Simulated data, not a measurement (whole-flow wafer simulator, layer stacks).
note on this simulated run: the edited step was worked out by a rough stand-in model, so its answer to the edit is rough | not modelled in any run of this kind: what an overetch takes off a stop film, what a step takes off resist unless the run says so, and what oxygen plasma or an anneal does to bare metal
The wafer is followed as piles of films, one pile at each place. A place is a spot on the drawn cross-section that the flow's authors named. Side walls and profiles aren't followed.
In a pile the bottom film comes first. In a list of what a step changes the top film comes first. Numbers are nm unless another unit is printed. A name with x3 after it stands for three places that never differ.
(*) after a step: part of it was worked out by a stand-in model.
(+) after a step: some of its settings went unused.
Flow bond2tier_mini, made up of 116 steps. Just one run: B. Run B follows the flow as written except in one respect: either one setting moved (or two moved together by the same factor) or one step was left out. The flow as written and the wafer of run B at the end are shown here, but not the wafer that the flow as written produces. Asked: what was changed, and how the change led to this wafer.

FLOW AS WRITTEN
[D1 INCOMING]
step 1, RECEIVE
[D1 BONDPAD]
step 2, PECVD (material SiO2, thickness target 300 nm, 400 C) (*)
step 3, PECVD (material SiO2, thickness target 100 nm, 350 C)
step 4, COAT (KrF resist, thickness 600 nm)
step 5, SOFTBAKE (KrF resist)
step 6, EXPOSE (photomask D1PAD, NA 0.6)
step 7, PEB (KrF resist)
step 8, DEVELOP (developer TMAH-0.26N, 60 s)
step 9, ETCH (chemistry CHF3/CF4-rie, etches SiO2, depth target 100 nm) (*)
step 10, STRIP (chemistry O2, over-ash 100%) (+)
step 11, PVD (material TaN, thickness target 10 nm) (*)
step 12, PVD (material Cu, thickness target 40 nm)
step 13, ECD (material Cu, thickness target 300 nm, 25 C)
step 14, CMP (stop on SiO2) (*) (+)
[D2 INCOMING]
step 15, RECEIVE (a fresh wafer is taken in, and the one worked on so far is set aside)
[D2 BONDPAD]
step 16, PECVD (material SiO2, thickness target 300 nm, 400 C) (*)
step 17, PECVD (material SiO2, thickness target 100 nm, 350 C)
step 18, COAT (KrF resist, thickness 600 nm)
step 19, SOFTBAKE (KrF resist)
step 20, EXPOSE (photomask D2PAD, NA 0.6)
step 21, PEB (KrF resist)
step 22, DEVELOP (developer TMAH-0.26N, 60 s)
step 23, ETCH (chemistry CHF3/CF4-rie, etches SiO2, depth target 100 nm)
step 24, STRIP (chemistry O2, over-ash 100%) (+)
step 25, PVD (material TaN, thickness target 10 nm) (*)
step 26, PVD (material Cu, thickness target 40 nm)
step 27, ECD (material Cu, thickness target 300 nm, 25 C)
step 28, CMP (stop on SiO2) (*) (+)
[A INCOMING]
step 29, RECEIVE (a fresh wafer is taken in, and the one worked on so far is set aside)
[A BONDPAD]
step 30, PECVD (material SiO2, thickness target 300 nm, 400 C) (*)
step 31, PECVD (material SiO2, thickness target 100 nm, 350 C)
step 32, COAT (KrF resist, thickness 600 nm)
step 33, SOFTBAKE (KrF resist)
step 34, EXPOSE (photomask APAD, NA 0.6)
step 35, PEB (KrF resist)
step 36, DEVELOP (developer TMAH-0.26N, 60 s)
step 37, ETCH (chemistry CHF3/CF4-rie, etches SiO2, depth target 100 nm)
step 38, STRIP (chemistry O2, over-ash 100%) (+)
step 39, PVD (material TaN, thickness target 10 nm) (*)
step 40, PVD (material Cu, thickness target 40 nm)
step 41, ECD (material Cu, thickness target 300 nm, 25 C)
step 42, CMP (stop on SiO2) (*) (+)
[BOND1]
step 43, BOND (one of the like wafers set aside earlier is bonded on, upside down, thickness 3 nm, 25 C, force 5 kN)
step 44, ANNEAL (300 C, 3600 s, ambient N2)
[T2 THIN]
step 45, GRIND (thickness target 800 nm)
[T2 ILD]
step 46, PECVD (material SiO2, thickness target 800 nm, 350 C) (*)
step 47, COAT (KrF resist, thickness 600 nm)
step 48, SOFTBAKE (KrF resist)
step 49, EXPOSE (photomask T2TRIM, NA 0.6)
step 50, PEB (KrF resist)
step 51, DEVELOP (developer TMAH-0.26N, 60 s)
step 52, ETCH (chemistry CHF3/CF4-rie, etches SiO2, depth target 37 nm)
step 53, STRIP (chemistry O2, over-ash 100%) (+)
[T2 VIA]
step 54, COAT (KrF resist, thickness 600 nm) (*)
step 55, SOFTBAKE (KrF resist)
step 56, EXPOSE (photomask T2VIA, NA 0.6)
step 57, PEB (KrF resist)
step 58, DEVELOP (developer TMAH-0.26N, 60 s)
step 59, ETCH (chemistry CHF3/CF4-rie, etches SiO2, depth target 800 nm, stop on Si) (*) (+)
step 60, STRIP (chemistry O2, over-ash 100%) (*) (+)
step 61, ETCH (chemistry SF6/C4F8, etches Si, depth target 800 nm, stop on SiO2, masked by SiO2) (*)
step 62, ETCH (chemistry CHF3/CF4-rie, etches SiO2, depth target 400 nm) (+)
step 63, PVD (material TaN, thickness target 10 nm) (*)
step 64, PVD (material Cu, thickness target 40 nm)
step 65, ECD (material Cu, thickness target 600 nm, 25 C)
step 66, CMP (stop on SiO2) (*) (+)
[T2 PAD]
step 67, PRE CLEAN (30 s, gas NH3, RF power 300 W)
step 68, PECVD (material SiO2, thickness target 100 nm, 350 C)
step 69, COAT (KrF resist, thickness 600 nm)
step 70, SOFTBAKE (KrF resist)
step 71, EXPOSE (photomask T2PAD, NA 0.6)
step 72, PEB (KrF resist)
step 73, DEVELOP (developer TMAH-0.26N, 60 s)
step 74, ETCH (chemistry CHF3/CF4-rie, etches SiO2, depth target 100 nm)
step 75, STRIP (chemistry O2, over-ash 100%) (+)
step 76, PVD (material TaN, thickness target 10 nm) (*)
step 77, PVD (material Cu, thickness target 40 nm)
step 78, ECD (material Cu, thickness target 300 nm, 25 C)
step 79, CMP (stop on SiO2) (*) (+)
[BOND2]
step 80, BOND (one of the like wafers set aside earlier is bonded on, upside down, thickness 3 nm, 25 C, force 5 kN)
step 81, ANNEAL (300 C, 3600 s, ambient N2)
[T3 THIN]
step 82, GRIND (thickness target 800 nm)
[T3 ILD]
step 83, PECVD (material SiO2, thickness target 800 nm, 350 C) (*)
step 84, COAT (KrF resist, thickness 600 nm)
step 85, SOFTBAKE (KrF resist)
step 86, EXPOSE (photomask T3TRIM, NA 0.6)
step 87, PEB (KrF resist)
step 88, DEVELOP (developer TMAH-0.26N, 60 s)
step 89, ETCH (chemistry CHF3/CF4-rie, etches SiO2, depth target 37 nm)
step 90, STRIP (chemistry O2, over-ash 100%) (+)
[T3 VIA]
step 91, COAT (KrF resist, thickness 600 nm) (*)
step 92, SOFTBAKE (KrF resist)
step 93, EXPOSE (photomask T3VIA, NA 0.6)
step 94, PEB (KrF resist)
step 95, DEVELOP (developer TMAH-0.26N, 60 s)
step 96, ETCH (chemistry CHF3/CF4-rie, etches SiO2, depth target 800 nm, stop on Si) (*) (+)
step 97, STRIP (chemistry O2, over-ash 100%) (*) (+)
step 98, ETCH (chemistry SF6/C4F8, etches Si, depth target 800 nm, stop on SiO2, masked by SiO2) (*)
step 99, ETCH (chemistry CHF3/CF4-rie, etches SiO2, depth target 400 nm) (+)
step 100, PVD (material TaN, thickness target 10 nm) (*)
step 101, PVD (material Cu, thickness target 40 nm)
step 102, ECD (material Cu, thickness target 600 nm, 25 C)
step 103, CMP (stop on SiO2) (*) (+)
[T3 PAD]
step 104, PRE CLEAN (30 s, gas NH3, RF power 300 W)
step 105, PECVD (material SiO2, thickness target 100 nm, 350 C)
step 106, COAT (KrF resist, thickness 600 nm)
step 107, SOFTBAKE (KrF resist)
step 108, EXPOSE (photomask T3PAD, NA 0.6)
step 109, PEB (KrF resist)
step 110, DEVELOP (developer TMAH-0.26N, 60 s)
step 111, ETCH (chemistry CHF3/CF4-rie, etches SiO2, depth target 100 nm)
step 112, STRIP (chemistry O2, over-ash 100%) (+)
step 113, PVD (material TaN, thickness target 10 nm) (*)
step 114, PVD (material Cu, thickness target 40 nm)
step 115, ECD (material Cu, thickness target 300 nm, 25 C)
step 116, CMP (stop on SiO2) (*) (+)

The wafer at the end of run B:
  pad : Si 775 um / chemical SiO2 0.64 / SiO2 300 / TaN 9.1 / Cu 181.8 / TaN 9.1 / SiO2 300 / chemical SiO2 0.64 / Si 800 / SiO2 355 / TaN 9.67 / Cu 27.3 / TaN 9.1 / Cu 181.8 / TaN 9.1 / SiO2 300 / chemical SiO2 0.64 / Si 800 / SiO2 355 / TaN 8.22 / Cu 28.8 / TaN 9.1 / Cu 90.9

Cause: step 100, PVD: thickness target 8.5 nm was run, whereas the flow has thickness target 10 nm.

How this came from the change, step by step:
  step 100, PVD (material TaN, thickness target 10 nm) (*)
      field: TaN gains 8.5 (new film) (in the flow as written it would be: TaN gains 10 (new film))
      pad: TaN gains 8.22 (new film) (in the flow as written it would be: TaN gains 9.67 (new film))
  step 103, CMP (stop on SiO2) (*) (+)
      field: Cu loses 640 (all of it), TaN loses 8.5 (all of it) (in the flow as written it would be: Cu loses 640 (all of it), TaN loses 10 (all of it))
